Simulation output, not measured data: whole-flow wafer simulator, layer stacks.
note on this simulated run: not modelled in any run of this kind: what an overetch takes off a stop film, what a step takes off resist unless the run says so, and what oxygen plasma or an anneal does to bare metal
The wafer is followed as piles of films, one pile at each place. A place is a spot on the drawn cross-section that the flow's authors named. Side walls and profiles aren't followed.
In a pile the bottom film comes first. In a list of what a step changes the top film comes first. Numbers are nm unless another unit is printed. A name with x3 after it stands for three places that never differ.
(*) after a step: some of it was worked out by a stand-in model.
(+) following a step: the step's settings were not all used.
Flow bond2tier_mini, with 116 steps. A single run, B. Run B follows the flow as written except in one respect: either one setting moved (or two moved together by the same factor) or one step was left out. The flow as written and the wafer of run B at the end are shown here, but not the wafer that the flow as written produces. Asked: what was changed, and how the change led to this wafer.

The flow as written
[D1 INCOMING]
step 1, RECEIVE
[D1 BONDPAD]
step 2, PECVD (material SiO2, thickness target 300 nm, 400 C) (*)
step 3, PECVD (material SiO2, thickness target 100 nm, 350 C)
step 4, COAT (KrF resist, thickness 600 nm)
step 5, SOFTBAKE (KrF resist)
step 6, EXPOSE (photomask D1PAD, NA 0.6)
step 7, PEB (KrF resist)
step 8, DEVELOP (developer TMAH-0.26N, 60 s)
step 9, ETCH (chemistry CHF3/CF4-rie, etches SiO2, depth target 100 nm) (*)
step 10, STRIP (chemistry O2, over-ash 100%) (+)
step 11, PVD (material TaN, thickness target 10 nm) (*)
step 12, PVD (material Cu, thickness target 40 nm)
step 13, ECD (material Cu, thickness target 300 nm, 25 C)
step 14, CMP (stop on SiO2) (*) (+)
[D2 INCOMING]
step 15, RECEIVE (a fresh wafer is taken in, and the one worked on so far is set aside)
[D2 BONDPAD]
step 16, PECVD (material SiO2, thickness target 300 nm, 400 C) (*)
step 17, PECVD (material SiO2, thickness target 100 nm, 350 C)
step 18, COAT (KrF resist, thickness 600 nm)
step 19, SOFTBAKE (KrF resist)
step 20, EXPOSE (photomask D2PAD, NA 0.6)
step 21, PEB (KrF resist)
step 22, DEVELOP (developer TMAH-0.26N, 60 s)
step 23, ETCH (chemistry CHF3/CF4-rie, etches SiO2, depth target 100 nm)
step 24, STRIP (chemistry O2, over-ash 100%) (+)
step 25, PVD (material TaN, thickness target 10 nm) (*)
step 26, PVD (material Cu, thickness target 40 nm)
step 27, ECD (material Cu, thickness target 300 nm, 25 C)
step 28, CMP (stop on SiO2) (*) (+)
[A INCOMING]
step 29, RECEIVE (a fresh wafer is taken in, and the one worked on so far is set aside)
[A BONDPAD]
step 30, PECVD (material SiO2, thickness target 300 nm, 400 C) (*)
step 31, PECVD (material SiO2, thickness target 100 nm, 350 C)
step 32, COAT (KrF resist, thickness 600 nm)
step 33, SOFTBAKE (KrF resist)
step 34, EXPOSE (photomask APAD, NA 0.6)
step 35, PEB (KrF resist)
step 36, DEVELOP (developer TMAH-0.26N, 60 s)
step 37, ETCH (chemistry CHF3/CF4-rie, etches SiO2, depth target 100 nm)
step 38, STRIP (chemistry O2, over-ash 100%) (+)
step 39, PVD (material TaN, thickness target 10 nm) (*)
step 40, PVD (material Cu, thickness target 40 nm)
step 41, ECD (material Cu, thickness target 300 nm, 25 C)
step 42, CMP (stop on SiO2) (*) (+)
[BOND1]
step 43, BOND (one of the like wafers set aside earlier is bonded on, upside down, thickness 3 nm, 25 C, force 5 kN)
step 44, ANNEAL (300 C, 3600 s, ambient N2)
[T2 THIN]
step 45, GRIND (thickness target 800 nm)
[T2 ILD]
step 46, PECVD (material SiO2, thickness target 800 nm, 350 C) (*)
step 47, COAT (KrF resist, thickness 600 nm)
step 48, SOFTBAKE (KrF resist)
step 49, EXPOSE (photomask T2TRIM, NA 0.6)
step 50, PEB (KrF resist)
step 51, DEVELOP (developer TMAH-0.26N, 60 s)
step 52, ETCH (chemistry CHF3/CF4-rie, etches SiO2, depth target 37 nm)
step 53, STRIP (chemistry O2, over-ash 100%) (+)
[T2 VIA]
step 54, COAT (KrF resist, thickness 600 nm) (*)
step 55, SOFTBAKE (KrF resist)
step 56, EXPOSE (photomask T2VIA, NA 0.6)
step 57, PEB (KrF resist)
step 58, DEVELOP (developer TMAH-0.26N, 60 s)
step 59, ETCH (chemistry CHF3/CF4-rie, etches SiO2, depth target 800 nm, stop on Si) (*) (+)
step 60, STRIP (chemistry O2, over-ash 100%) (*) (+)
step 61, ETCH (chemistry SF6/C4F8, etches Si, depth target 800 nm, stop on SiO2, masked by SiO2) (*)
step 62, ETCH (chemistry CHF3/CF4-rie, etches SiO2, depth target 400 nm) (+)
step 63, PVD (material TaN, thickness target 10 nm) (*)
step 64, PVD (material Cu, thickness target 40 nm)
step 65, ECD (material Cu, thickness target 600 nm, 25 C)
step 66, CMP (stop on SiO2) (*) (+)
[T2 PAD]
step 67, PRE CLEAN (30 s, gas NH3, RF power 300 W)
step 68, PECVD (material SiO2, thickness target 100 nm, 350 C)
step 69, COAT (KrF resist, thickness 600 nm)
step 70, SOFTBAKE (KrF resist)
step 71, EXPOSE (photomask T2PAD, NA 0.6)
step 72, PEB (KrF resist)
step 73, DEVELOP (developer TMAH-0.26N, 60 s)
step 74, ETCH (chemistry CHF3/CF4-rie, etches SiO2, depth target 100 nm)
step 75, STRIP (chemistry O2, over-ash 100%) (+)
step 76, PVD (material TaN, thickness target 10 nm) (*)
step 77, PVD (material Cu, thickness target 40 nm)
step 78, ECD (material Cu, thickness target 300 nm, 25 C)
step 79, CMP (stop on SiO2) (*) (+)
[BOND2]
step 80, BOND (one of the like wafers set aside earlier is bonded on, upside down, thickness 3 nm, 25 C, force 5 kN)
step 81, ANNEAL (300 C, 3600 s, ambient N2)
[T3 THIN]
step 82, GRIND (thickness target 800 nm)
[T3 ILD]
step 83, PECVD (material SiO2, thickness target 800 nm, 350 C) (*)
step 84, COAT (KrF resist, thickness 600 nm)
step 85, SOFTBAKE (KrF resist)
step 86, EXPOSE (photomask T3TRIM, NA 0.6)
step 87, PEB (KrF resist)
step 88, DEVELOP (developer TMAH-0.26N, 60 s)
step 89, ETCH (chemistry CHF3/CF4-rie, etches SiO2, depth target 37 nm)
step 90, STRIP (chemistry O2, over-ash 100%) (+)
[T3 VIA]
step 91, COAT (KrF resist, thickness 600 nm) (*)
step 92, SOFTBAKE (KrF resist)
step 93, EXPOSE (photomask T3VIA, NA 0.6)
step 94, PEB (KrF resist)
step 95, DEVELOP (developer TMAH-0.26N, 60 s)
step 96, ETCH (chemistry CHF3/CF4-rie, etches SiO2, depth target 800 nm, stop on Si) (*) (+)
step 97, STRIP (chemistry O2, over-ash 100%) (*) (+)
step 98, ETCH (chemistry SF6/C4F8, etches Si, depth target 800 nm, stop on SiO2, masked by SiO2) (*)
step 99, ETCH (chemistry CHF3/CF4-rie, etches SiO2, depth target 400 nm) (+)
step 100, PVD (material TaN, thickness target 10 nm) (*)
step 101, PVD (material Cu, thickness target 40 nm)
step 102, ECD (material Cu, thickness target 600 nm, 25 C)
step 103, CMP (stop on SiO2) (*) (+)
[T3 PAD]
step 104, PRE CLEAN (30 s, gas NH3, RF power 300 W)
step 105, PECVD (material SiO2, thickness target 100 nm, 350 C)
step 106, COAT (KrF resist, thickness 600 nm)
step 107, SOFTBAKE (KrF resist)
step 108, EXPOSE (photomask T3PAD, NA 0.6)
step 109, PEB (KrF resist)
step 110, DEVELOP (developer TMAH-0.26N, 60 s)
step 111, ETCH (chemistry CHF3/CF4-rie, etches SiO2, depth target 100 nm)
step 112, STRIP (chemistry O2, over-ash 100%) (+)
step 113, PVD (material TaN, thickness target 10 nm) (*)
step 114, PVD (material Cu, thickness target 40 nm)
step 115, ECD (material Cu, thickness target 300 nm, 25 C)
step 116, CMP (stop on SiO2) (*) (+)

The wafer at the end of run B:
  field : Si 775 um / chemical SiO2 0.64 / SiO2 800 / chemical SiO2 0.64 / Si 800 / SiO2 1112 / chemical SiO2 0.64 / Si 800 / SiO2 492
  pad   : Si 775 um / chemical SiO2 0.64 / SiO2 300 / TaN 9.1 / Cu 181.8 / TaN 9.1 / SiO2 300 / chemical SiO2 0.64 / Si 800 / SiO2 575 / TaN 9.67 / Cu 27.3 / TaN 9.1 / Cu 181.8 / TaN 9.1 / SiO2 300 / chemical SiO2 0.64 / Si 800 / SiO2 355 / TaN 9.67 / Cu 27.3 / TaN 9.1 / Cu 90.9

The reason: step 62, ETCH: depth target 180 nm was run, while the flow as written has depth target 400 nm.

Step by step, how the change led to this:
  step 62, ETCH (chemistry CHF3/CF4-rie, etches SiO2, depth target 400 nm) (+)
      field, pad: -180 SiO2 (as written it would have been: -400 SiO2)
